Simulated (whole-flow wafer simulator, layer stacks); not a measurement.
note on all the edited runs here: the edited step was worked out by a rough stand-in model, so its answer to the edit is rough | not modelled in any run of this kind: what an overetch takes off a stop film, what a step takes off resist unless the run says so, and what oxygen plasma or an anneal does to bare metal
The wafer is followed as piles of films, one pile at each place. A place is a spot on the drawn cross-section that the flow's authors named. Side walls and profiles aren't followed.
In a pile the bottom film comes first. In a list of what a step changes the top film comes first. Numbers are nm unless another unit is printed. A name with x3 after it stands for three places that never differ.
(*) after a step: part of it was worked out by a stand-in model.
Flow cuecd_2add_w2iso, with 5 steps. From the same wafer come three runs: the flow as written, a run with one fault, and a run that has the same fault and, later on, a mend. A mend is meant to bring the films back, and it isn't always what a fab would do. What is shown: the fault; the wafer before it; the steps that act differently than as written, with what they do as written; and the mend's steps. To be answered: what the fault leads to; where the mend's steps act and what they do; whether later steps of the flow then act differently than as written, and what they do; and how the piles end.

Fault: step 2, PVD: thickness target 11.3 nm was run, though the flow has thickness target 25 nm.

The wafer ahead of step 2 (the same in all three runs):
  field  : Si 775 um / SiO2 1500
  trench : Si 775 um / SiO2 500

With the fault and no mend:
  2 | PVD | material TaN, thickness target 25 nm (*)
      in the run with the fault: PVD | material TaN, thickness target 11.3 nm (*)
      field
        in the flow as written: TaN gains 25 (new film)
        in the run with the fault: TaN gains 11.3 (new film)
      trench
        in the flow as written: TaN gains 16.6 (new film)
        in the run with the fault: TaN gains 7.5 (new film)
  Later steps of the flow that are run all act as written at every place that is followed, up to a difference of at most 2% or 0.5 nm, whichever is larger.
  The piles end different from the flow's at field, trench by more than 2% or 0.5 nm, whichever is larger.
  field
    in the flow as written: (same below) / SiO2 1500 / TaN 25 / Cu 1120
    in the run with the fault: (same below) / SiO2 1500 / TaN 11.3 / Cu 1120
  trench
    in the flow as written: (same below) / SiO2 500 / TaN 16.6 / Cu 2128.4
    in the run with the fault: (same below) / SiO2 500 / TaN 7.5 / Cu 2123.8

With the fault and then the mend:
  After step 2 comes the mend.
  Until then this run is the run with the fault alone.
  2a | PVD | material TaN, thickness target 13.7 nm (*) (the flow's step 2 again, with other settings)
      field
        TaN gains 13.7
      trench
        TaN gains 9.06
  Later steps of the flow that are run all act as written at every place that is followed.
  The piles end the same as the flow's at every place that both follow.
